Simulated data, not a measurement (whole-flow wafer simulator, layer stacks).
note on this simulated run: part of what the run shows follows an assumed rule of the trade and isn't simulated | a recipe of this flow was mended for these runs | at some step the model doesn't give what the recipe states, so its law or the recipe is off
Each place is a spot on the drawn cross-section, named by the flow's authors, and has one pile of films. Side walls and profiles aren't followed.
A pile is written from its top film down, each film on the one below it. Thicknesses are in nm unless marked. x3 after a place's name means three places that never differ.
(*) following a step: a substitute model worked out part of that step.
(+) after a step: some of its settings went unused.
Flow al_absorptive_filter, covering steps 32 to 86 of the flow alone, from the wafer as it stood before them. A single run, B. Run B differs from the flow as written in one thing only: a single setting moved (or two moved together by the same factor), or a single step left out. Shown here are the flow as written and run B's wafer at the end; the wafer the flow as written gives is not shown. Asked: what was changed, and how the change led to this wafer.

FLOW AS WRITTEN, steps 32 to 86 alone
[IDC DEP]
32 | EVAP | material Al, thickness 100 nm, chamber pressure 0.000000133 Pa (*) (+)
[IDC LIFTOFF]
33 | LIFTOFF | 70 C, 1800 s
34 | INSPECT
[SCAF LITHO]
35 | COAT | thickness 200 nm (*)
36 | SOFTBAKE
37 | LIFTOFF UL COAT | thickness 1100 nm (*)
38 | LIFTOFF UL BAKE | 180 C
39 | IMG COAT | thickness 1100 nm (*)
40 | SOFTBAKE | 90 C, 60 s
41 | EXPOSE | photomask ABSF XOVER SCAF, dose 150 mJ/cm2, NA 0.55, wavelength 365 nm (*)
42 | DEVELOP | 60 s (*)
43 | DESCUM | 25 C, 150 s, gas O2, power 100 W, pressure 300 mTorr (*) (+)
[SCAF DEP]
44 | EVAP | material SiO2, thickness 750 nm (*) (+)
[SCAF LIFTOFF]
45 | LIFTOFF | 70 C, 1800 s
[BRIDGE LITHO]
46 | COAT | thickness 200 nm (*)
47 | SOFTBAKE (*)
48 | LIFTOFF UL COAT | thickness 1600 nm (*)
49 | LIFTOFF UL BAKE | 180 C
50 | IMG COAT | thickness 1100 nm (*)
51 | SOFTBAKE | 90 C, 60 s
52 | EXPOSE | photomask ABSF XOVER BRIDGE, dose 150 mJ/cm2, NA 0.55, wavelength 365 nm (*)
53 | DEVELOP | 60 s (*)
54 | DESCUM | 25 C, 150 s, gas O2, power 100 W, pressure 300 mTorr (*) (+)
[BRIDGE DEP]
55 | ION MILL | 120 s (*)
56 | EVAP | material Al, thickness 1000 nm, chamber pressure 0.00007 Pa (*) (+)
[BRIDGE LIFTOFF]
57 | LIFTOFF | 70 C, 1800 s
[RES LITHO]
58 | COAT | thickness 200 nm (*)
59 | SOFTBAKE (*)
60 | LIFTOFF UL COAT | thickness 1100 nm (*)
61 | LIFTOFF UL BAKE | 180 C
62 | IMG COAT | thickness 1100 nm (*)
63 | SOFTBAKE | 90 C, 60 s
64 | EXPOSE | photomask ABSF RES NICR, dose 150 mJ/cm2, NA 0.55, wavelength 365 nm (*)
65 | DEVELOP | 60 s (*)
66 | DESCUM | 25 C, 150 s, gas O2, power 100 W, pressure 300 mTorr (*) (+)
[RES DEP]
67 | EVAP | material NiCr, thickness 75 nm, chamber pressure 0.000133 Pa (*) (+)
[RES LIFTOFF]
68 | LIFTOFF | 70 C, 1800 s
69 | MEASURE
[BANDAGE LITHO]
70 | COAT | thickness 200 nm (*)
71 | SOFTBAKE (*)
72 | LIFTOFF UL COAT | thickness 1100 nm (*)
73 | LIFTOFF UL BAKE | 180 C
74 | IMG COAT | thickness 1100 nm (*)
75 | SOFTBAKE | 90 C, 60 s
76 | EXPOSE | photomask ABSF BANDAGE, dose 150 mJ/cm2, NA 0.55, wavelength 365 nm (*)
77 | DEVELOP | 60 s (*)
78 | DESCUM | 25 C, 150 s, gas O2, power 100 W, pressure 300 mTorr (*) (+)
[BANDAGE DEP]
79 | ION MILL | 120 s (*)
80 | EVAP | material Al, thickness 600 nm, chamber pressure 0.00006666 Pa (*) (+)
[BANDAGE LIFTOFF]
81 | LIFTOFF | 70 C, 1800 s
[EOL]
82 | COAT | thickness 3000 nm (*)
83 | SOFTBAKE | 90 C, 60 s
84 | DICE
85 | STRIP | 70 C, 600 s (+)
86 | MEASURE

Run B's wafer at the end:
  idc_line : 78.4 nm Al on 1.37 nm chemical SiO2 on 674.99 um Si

The reason: step 32, EVAP: thickness 78.4 nm was run, whereas the flow has thickness 100 nm.
The wafer lets one read it off: idc_line has Al 78.4, and step 32 as written asks for 100 nm.

How this came from the change, step by step:
  32 | EVAP | material Al, thickness 100 nm, chamber pressure 0.000000133 Pa (*) (+)
      gnd, pad_far, pad_near and 11 more: Al gains 78.4 (new film) (as written it would have been: Al gains 100 (new film))
  33 | LIFTOFF | 70 C, 1800 s
      gnd, xa_field, xa_margin, xa_strip, xl_land, idc_field, idc_space: Al loses 78.4 (all of it), e-beam-resist loses 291 (all of it) (as written it would have been: Al loses 100 (all of it), e-beam-resist loses 291 (all of it))
      pad_far: Al loses 78.4 (all of it), e-beam-resist loses 287 (all of it) (as written it would have been: Al loses 100 (all of it), e-beam-resist loses 287 (all of it))
      (and at 5 other places as well)
  35 | COAT | thickness 200 nm (*)
      idc_line: acrylic-e-beam-resist gains 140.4 (new film) (as written it would have been: acrylic-e-beam-resist gains 125.3 (new film))
      idc_space: acrylic-e-beam-resist gains 221 (new film) (as written it would have been: acrylic-e-beam-resist gains 228.2 (new film))
  45 | LIFTOFF | 70 C, 1800 s
      idc_line: SiO2 loses 750 (all of it), i-line-resist loses 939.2 (all of it), lift-off-underlayer loses 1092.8 (all of it), acrylic-e-beam-resist loses 140.4 (all of it) (as written it would have been: SiO2 loses 750 (all of it), i-line-resist loses 939.2 (all of it), lift-off-underlayer loses 1090 (all of it), acrylic-e-beam-resist loses 125.3 (all of it))
      idc_space: SiO2 loses 750 (all of it), i-line-resist loses 939.2 (all of it), lift-off-underlayer loses 1091.3 (all of it), acrylic-e-beam-resist loses 221 (all of it) (as written it would have been: SiO2 loses 750 (all of it), i-line-resist loses 939.1 (all of it), lift-off-underlayer loses 1087.8 (all of it), acrylic-e-beam-resist loses 228.2 (all of it))
  46 | COAT | thickness 200 nm (*)
      idc_line: acrylic-e-beam-resist gains 143.8 (new film) (as written it would have been: acrylic-e-beam-resist gains 129.8 (new film))
      idc_space: acrylic-e-beam-resist gains 222.4 (new film) (as written it would have been: acrylic-e-beam-resist gains 229.8 (new film))
  57 | LIFTOFF | 70 C, 1800 s
      idc_line: Al loses 1000 (all of it), i-line-resist loses 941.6 (all of it), lift-off-underlayer loses 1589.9 (all of it), acrylic-e-beam-resist loses 143.8 (all of it) (as written it would have been: Al loses 1000 (all of it), i-line-resist loses 941.5 (all of it), lift-off-underlayer loses 1586.1 (all of it), acrylic-e-beam-resist loses 129.8 (all of it))
      idc_space: Al loses 1000 (all of it), i-line-resist loses 941.6 (all of it), lift-off-underlayer loses 1590.4 (all of it), acrylic-e-beam-resist loses 222.4 (all of it) (as written it would have been: Al loses 1000 (all of it), i-line-resist loses 941.5 (all of it), lift-off-underlayer loses 1586.9 (all of it), acrylic-e-beam-resist loses 229.8 (all of it))
  58 | COAT | thickness 200 nm (*)
      idc_line: acrylic-e-beam-resist gains 143.8 (new film) (as written it would have been: acrylic-e-beam-resist gains 129.8 (new film))
      idc_space: acrylic-e-beam-resist gains 222.4 (new film) (as written it would have been: acrylic-e-beam-resist gains 229.8 (new film))
  68 | LIFTOFF | 70 C, 1800 s
      idc_line: NiCr loses 75 (all of it), i-line-resist loses 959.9 (all of it), lift-off-underlayer loses 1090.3 (all of it), acrylic-e-beam-resist loses 143.8 (all of it) (as written it would have been: NiCr loses 75 (all of it), i-line-resist loses 959.8 (all of it), lift-off-underlayer loses 1086.6 (all of it), acrylic-e-beam-resist loses 129.8 (all of it))
      idc_space: NiCr loses 75 (all of it), i-line-resist loses 959.9 (all of it), lift-off-underlayer loses 1090.8 (all of it), acrylic-e-beam-resist loses 222.4 (all of it) (as written it would have been: NiCr loses 75 (all of it), i-line-resist loses 959.8 (all of it), lift-off-underlayer loses 1087.4 (all of it), acrylic-e-beam-resist loses 229.8 (all of it))
  70 | COAT | thickness 200 nm (*)
      idc_line: acrylic-e-beam-resist gains 143.8 (new film) (as written it would have been: acrylic-e-beam-resist gains 129.8 (new film))
      idc_space: acrylic-e-beam-resist gains 222.4 (new film) (as written it would have been: acrylic-e-beam-resist gains 229.8 (new film))
  81 | LIFTOFF | 70 C, 1800 s
      idc_line: Al loses 600 (all of it), i-line-resist loses 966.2 (all of it), lift-off-underlayer loses 1090.3 (all of it), acrylic-e-beam-resist loses 143.8 (all of it) (as written it would have been: Al loses 600 (all of it), i-line-resist loses 966.1 (all of it), lift-off-underlayer loses 1086.6 (all of it), acrylic-e-beam-resist loses 129.8 (all of it))
      idc_space: Al loses 600 (all of it), i-line-resist loses 966.2 (all of it), lift-off-underlayer loses 1090.8 (all of it), acrylic-e-beam-resist loses 222.4 (all of it) (as written it would have been: Al loses 600 (all of it), i-line-resist loses 966.1 (all of it), lift-off-underlayer loses 1087.4 (all of it), acrylic-e-beam-resist loses 229.8 (all of it))
